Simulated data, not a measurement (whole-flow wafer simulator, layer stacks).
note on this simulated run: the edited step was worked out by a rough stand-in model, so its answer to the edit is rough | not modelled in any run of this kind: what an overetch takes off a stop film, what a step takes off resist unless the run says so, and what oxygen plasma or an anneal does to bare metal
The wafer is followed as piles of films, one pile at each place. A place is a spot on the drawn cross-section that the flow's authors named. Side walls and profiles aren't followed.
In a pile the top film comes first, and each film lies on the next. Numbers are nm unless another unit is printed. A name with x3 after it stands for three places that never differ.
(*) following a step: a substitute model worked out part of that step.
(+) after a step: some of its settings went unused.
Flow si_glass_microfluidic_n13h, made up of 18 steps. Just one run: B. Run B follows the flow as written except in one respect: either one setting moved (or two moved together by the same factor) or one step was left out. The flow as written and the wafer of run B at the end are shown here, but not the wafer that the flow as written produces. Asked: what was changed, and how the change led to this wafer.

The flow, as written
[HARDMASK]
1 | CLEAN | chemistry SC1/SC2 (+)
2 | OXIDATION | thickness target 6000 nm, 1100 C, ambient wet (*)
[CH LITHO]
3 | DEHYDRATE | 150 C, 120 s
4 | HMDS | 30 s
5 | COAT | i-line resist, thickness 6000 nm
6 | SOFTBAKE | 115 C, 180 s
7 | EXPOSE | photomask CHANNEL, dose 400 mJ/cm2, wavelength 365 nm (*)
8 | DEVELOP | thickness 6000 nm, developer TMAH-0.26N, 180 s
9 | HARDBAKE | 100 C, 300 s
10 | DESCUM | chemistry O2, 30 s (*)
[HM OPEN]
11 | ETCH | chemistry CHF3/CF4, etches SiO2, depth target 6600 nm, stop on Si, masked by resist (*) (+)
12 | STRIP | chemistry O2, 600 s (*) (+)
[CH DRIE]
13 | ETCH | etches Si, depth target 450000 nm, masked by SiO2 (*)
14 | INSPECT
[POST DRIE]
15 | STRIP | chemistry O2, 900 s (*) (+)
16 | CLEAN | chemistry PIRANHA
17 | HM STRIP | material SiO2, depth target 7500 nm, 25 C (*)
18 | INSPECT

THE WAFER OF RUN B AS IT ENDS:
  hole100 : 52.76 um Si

The reason: step 13, ETCH: depth target 483800 nm was run, though the flow has depth target 450000 nm.

The path from the change to this, step by step:
  13 | ETCH | etches Si, depth target 450000 nm, masked by SiO2 (*)
      land: -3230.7 SiO2 (in the flow as written it would be: -3004.3 SiO2)
      hole100: -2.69 chemical SiO2 (all of it), -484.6 um Si (in the flow as written it would be: -2.69 chemical SiO2 (all of it), -450.64 um Si)
  17 | HM STRIP | material SiO2, depth target 7500 nm, 25 C (*)
      land: -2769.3 SiO2 (all of it) (in the flow as written it would be: -2995.7 SiO2 (all of it))
